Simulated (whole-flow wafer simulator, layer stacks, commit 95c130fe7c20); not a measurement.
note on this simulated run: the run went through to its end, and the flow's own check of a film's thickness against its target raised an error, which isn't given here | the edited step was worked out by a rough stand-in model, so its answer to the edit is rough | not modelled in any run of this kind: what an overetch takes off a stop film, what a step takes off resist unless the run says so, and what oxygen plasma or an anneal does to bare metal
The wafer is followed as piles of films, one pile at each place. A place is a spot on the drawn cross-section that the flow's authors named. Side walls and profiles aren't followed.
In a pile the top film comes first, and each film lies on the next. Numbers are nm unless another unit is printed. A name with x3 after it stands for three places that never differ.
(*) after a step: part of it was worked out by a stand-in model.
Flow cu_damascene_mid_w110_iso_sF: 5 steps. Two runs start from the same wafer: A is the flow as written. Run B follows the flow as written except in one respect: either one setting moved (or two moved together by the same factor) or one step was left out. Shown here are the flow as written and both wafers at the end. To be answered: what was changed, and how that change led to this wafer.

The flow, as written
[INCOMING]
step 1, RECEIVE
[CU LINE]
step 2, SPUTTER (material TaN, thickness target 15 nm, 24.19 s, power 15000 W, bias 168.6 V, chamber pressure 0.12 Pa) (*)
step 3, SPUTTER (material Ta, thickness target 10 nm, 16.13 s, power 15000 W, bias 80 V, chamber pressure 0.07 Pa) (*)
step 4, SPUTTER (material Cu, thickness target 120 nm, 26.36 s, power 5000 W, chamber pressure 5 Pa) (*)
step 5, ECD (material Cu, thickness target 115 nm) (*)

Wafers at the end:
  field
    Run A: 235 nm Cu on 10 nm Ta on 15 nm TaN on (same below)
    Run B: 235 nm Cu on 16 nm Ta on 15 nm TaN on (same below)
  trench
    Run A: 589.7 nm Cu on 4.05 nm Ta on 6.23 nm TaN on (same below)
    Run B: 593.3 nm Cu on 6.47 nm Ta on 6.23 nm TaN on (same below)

The reason: step 3, SPUTTER: thickness target 16 nm was run, whereas the flow has thickness target 10 nm; step 3, SPUTTER: 25.81 s was run, where the flow has 16.13 s.
One can read it off the wafer: field has Ta 16, and step 3 as written asks for 10 nm.

Step by step, how the change led to this:
  step 3, SPUTTER (material Ta, thickness target 10 nm, 16.13 s, power 15000 W, bias 80 V, chamber pressure 0.07 Pa) (*)
      field: A Ta gains 10 (new film) | B Ta gains 16 (new film)
      trench: A Ta gains 4.05 (new film) | B Ta gains 6.47 (new film)
